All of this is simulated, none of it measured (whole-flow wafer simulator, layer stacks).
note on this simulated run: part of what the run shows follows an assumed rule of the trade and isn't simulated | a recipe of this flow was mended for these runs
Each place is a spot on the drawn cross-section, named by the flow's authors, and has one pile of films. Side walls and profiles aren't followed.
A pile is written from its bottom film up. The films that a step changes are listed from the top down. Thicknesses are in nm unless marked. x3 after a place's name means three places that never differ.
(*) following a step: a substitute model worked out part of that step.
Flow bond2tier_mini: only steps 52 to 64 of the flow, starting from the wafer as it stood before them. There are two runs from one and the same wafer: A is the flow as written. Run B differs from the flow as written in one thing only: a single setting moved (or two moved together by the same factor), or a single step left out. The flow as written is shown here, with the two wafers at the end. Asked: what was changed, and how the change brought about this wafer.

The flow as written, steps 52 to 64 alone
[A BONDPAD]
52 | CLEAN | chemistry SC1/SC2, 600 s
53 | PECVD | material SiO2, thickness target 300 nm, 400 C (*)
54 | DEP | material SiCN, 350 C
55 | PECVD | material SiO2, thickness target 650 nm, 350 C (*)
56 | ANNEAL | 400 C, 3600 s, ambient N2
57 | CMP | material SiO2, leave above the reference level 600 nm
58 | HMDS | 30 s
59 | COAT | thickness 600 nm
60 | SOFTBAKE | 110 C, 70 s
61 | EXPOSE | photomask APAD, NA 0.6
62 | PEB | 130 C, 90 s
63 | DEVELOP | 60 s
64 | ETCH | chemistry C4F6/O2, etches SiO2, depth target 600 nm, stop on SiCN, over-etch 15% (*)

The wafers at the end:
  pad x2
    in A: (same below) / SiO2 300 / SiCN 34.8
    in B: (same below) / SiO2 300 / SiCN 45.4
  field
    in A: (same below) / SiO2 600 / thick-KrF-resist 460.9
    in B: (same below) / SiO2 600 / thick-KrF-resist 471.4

The reason: step 64, ETCH: depth target 545.6 nm was run, though the flow has depth target 600 nm.

The path from the change to this, step by step:
  64 | ETCH | chemistry C4F6/O2, etches SiO2, depth target 600 nm, stop on SiCN, over-etch 15% (*)
      pad x2: A SiO2 loses 600 (all of it), SiCN loses 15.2 | B SiO2 loses 600 (all of it), SiCN loses 4.63
      field: A thick-KrF-resist loses 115 | B thick-KrF-resist loses 104.6
